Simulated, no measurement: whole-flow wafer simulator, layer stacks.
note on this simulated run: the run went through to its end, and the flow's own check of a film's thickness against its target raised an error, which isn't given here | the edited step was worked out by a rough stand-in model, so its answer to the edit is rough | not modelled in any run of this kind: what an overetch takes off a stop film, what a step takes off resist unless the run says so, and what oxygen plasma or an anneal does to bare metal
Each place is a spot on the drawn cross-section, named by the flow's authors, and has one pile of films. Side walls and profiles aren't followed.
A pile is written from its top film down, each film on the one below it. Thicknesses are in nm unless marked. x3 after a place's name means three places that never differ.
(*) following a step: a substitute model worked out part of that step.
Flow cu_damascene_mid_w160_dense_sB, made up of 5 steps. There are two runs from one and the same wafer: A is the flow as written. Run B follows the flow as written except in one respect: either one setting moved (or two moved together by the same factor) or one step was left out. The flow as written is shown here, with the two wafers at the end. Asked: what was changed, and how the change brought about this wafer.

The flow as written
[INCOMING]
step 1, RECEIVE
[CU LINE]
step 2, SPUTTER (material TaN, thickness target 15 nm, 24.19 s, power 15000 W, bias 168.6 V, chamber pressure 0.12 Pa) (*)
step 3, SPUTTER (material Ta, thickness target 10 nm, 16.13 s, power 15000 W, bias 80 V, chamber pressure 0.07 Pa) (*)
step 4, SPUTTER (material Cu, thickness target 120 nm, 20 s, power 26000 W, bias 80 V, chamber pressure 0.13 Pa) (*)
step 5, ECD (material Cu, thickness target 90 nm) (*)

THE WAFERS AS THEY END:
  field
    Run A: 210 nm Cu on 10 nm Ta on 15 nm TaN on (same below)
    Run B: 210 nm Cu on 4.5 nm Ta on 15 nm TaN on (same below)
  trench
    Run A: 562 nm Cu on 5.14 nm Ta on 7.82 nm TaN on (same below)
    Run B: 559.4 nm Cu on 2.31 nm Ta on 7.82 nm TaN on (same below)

Cause: step 3, SPUTTER: thickness target 4.5 nm was run, whereas the flow has thickness target 10 nm; step 3, SPUTTER: 7.26 s was run, where the flow has 16.13 s.
The wafer lets one read it off: field has Ta 4.5, and step 3 as written asks for 10 nm.

How this came from the change, step by step:
  step 3, SPUTTER (material Ta, thickness target 10 nm, 16.13 s, power 15000 W, bias 80 V, chamber pressure 0.07 Pa) (*)
      field: A +10 Ta (new film) | B +4.5 Ta (new film)
      trench: A +5.14 Ta (new film) | B +2.31 Ta (new film)
